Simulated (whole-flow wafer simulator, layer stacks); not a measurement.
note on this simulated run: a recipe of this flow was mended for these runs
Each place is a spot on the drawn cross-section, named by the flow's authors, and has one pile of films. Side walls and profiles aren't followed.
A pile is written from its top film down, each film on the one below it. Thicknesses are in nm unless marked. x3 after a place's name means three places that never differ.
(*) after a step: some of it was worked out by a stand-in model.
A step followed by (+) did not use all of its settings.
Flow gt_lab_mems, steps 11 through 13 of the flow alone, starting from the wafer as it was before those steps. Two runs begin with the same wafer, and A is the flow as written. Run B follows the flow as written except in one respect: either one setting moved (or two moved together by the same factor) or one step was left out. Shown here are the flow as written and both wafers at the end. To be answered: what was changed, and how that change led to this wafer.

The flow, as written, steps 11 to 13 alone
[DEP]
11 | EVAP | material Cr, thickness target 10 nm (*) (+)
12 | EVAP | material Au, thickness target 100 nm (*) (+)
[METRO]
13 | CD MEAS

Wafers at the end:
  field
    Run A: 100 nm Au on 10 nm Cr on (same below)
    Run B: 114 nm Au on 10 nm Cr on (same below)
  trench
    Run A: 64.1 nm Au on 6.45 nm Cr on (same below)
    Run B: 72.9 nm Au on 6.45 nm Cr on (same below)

What caused this: step 12, EVAP: thickness target 114 nm was run, whereas the flow has thickness target 100 nm.
The wafer itself shows it: field has Au 114, and step 12 as written asks for 100 nm.

How this came from the change, step by step:
  12 | EVAP | material Au, thickness target 100 nm (*) (+)
      field: A Au gains 100 (new film) | B Au gains 114 (new film)
      trench: A Au gains 64.1 (new film) | B Au gains 72.9 (new film)
